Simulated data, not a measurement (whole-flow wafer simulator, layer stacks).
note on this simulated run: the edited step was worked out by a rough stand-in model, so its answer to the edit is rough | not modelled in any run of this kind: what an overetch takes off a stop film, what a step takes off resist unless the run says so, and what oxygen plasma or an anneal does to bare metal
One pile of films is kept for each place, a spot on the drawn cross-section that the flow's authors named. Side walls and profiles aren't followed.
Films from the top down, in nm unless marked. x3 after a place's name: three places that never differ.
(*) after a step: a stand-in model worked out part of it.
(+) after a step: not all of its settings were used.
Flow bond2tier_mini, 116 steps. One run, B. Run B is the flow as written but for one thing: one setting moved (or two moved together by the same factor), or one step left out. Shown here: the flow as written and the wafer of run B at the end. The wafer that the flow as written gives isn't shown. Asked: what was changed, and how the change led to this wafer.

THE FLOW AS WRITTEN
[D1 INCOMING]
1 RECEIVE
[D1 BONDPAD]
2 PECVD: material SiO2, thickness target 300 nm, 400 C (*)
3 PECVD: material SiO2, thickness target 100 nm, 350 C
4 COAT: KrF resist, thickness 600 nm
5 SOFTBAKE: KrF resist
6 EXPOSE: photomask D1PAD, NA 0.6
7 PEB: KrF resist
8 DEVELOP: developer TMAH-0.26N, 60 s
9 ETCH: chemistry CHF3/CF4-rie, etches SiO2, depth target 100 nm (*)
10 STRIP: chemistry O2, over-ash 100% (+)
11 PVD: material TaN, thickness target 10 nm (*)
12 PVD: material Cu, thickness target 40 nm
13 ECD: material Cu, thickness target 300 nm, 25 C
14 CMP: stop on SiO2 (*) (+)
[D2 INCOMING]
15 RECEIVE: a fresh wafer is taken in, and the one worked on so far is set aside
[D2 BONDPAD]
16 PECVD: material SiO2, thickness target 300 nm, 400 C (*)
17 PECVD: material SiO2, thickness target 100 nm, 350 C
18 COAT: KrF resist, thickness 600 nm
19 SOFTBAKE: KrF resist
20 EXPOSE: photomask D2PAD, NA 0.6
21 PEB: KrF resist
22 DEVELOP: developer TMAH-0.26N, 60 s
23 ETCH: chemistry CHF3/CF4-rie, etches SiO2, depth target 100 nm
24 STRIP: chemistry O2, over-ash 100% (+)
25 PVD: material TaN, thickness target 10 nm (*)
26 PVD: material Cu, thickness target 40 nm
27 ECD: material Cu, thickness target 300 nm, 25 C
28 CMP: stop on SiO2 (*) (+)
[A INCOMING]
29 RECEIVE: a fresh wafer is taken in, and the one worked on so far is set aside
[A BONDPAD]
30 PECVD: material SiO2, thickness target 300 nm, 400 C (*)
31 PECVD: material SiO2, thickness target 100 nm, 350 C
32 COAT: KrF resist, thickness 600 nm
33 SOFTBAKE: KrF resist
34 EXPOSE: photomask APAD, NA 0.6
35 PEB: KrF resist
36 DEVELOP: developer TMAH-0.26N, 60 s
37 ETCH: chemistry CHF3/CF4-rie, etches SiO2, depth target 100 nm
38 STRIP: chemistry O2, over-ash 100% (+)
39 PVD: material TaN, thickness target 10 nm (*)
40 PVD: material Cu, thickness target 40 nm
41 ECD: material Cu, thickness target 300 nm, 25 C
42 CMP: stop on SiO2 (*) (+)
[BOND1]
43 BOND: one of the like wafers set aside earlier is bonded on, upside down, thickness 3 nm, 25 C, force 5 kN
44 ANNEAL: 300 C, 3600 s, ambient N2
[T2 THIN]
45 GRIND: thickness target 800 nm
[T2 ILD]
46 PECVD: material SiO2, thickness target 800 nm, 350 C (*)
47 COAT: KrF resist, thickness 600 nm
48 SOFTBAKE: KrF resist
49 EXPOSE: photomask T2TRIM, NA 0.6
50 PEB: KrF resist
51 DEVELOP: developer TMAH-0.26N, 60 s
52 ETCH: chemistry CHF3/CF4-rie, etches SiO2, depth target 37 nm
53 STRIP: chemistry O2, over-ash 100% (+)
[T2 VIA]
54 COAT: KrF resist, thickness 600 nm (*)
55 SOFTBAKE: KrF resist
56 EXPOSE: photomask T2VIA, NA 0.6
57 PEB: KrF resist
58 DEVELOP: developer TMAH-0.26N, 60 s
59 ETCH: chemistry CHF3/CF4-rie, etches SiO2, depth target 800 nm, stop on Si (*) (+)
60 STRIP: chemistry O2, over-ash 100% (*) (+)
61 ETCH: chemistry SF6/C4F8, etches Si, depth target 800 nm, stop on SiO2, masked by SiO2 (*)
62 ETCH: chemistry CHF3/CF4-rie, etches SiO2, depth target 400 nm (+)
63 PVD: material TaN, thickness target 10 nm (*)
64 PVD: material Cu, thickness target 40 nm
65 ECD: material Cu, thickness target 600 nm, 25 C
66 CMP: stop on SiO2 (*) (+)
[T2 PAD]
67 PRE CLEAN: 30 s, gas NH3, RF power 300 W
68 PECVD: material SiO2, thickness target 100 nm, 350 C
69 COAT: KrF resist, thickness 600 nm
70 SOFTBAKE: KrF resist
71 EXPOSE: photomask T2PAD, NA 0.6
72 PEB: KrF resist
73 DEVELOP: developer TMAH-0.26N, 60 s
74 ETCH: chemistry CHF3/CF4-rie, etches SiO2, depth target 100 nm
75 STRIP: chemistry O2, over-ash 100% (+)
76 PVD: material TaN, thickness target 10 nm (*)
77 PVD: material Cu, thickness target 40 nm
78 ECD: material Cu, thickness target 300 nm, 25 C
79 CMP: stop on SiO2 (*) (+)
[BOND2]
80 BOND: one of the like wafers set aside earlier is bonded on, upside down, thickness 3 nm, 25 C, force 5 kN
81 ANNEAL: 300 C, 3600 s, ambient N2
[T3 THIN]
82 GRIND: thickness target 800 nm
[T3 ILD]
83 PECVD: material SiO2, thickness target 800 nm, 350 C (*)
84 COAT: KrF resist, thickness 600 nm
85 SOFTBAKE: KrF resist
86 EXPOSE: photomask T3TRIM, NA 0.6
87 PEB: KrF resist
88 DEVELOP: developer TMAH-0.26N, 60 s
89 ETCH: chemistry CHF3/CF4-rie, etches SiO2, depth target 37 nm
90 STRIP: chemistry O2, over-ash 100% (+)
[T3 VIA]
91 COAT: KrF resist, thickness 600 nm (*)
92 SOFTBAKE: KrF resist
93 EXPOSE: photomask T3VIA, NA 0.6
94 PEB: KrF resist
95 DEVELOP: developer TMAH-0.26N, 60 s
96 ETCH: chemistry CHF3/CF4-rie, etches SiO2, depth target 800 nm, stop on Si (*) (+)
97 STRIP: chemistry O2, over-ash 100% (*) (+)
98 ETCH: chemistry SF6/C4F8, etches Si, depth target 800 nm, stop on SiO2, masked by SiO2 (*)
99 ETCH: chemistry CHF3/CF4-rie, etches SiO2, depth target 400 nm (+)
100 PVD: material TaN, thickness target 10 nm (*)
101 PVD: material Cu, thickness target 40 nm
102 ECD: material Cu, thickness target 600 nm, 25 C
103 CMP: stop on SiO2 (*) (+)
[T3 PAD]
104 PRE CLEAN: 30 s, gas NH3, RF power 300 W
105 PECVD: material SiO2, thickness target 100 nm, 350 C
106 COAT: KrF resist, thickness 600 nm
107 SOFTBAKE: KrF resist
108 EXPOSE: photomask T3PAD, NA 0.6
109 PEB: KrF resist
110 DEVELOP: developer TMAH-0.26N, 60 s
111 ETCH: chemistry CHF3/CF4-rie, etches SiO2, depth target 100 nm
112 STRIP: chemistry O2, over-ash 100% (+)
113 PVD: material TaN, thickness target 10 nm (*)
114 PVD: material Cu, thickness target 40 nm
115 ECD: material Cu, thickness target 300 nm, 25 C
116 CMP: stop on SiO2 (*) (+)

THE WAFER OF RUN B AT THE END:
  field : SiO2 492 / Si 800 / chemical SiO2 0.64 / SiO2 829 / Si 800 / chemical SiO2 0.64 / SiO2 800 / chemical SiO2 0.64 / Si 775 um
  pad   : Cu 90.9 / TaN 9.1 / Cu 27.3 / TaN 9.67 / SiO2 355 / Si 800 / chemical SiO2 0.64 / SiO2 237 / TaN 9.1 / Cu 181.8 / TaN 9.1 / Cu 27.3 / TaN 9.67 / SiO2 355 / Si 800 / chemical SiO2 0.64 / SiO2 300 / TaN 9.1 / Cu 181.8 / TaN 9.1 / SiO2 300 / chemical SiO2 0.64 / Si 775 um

The cause: step 16, PECVD: thickness target 237 nm was run, where the flow has thickness target 300 nm.
It can be read off the wafer: pad has SiO2 237, and step 16 as written asks for 300 nm.

How the change led to this, step by step:
  16 PECVD: material SiO2, thickness target 300 nm, 400 C (*)
      field, pad, via: SiO2 +237 (new film) (as written it would be: SiO2 +300 (new film))
  80 BOND: one of the like wafers set aside earlier is bonded on, upside down, thickness 3 nm, 25 C, force 5 kN
      field: Si +775 um (new film), chemical SiO2 +0.64 (new film), SiO2 +337 (as written it would be: Si +775 um (new film), chemical SiO2 +0.64 (new film), SiO2 +400)
      pad: Si +775 um (new film), chemical SiO2 +0.64 (new film), SiO2 +237 (new film), TaN +9.1 (new film), Cu +90.9 (as written it would be: Si +775 um (new film), chemical SiO2 +0.64 (new film), SiO2 +300 (new film), TaN +9.1 (new film), Cu +90.9)
